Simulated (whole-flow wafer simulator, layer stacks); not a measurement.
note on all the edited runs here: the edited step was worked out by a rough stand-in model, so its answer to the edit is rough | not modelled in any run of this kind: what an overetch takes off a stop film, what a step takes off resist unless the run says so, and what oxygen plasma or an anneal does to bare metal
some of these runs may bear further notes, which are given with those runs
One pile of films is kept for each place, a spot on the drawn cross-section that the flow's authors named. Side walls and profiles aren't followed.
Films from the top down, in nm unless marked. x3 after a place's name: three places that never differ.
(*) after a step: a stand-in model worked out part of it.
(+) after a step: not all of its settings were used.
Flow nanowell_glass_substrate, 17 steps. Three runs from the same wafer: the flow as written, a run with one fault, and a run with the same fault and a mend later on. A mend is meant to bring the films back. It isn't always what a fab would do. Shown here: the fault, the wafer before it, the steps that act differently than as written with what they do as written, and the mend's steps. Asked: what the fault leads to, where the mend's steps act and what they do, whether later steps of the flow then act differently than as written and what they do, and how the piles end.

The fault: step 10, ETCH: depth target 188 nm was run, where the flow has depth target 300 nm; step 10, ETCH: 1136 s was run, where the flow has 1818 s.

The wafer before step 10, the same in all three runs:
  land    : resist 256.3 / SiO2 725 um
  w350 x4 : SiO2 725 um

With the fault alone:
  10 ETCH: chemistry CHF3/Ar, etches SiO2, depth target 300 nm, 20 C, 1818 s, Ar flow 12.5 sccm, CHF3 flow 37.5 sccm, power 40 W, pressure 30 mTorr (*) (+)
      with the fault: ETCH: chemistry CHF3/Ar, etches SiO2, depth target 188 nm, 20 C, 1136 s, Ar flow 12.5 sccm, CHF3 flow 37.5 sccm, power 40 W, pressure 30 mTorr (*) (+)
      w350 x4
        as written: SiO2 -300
        with the fault: SiO2 -188
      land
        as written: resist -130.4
        with the fault: resist -81.7
  Later steps of the flow that act differently than as written:
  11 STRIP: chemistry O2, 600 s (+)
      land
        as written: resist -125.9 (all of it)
        with the fault: resist -174.6 (all of it)
  At the end the piles differ from the flow's only slightly at the places that both follow, by at most 2% or 0.5 nm, whichever is larger.

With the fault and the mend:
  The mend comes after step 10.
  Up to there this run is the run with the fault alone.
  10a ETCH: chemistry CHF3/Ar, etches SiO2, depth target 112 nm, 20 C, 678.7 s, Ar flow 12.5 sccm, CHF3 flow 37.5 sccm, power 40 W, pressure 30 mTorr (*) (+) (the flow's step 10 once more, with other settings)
      w350 x4
        SiO2 -112
      land
        resist -48.7
  No later step of the flow acts differently than as written at any place that is followed.
  At the end the piles are the same as the flow's at every place that both follow.
